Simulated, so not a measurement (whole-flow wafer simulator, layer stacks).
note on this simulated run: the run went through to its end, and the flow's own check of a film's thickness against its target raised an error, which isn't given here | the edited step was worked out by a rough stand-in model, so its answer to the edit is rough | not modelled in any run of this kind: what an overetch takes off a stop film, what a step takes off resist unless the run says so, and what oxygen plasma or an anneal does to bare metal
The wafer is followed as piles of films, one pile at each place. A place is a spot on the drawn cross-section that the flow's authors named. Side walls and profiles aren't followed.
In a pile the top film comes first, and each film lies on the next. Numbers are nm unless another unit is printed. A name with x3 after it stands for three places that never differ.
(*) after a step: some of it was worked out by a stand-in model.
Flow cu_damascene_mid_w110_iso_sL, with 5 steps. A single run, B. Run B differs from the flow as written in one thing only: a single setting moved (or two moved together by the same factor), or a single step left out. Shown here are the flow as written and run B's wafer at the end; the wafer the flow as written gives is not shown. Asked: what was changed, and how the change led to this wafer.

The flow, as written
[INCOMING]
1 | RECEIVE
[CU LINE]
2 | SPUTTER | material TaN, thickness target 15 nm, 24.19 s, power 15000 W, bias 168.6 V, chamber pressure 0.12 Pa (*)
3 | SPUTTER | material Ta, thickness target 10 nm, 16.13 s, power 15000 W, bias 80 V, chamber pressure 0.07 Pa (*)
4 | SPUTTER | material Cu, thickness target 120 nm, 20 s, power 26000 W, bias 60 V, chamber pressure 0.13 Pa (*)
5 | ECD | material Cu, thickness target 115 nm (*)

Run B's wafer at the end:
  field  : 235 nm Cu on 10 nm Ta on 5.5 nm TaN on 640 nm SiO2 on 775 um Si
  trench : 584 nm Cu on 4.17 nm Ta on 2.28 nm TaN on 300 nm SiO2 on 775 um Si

What caused this: step 2, SPUTTER: thickness target 5.5 nm was run, though the flow has thickness target 15 nm; step 2, SPUTTER: 8.878 s was run, where the flow has 24.19 s.
The wafer lets one read it off: field has TaN 5.5, and step 2 as written asks for 15 nm.

Step by step, how the change led to this:
  2 | SPUTTER | material TaN, thickness target 15 nm, 24.19 s, power 15000 W, bias 168.6 V, chamber pressure 0.12 Pa (*)
      field: +5.5 TaN (new film) (it would be, as written: +15 TaN (new film))
      trench: +2.28 TaN (new film) (it would be, as written: +6.23 TaN (new film))
  4 | SPUTTER | material Cu, thickness target 120 nm, 20 s, power 26000 W, bias 60 V, chamber pressure 0.13 Pa (*)
      trench: +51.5 Cu (new film) (it would be, as written: +49.9 Cu (new film))
